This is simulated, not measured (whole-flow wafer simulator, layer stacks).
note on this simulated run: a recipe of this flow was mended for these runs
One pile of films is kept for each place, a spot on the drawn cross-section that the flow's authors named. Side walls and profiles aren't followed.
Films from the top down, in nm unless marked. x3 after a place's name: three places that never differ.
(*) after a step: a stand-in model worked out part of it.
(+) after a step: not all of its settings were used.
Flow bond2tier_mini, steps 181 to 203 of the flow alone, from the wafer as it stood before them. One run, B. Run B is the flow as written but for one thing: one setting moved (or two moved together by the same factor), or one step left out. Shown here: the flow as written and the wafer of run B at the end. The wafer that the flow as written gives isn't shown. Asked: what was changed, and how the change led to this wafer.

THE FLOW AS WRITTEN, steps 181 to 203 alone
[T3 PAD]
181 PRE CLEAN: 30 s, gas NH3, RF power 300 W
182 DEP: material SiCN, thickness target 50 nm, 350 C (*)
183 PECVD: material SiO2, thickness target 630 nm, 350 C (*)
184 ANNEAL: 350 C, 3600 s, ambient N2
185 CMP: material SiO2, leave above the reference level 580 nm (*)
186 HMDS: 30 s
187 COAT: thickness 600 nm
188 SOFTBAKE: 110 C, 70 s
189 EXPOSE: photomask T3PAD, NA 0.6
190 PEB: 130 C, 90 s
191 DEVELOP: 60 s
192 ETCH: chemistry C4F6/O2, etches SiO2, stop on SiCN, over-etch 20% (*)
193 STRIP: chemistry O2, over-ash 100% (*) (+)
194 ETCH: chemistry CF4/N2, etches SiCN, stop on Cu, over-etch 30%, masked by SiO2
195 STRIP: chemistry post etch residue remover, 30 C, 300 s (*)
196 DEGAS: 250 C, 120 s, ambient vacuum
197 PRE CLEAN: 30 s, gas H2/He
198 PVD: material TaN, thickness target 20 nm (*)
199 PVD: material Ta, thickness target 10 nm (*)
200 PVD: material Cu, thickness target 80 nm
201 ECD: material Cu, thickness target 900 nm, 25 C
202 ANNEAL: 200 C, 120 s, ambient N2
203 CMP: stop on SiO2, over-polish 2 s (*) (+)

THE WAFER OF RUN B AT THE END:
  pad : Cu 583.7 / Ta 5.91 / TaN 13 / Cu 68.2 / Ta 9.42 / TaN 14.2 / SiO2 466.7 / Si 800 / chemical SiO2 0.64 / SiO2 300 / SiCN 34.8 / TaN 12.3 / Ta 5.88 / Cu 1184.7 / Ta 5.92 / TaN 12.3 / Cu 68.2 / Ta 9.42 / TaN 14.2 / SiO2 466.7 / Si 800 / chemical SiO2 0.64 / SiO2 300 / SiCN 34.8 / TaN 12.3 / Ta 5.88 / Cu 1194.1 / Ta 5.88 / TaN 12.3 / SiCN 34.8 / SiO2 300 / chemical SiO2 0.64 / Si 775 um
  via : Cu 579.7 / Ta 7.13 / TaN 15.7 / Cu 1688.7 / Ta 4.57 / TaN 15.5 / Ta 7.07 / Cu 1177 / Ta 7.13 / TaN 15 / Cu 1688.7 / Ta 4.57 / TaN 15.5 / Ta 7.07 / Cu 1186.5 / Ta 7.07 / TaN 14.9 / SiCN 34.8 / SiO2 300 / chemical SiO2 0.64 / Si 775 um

The cause: step 198, PVD: thickness target 21 nm was run, where the flow has thickness target 20 nm.

How the change led to this, step by step:
  198 PVD: material TaN, thickness target 20 nm (*)
      field: TaN +21 (new film) (as written it would be: TaN +20 (new film))
      pad: TaN +13 (new film) (as written it would be: TaN +12.3 (new film))
      (and at 1 more place)
  203 CMP: stop on SiO2, over-polish 2 s (*) (+)
      field: Cu -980 (all of it), Ta -10 (all of it), TaN -21 (all of it) (as written it would be: Cu -980 (all of it), Ta -10 (all of it), TaN -20 (all of it))
